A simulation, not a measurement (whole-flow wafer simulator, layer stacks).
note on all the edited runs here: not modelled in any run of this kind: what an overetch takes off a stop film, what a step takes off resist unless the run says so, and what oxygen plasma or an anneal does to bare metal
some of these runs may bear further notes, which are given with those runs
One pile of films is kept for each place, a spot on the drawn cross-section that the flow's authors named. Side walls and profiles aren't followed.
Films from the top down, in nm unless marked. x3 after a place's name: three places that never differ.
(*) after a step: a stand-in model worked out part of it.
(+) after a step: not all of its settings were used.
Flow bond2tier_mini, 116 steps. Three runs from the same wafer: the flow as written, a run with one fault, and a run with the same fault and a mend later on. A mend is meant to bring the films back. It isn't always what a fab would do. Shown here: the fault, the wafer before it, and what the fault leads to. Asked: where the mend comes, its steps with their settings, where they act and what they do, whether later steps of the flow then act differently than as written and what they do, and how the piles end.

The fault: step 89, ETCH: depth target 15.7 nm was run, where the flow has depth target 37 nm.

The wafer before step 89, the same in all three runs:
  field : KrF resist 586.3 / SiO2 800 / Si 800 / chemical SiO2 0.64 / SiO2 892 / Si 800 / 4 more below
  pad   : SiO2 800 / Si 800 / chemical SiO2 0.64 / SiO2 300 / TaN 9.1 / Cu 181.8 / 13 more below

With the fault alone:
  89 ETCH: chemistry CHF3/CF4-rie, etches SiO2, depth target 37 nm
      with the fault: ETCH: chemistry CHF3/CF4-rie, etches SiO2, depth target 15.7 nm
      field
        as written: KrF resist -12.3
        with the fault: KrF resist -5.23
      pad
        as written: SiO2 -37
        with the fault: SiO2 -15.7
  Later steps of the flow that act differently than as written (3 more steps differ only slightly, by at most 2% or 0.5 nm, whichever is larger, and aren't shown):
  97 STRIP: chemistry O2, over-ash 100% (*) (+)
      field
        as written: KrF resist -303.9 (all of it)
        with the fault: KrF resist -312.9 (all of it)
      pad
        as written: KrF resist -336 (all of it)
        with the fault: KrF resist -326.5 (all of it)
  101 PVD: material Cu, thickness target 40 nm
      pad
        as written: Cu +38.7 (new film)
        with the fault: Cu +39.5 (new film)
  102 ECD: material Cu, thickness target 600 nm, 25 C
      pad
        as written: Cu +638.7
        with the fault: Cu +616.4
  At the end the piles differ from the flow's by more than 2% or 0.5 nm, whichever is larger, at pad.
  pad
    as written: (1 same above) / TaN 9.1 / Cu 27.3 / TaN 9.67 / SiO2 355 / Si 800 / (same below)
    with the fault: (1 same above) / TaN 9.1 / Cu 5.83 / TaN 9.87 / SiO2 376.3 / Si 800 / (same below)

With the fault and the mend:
  The mend comes after step 90.
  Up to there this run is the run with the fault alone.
  90a COAT: KrF resist, thickness 600 nm (*) (the flow's step 84 once more)
      field
        KrF resist +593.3 (new film)
      pad
        KrF resist +606.9 (new film)
  90b SOFTBAKE: KrF resist (the flow's step 85 once more)
      changes no film at any place that is followed
  90c EXPOSE: photomask T3TRIM, NA 0.6 (the flow's step 86 once more)
      changes no film at any place that is followed
  90d PEB: KrF resist (the flow's step 87 once more)
      changes no film at any place that is followed
  90e DEVELOP: developer TMAH-0.26N, 60 s (the flow's step 88 once more)
      field
        KrF resist -13.7
      pad
        KrF resist -606.9 (all of it)
  90f ETCH: chemistry CHF3/CF4-rie, etches SiO2, depth target 21.3 nm (the flow's step 89 once more, with other settings)
      field
        KrF resist -7.1
      pad
        SiO2 -21.3
  90g STRIP: chemistry O2, over-ash 100% (+) (the flow's step 90 once more)
      field
        KrF resist -572.5 (all of it)
  No later step of the flow acts differently than as written at any place that is followed.
  At the end the piles are the same as the flow's at every place that both follow.
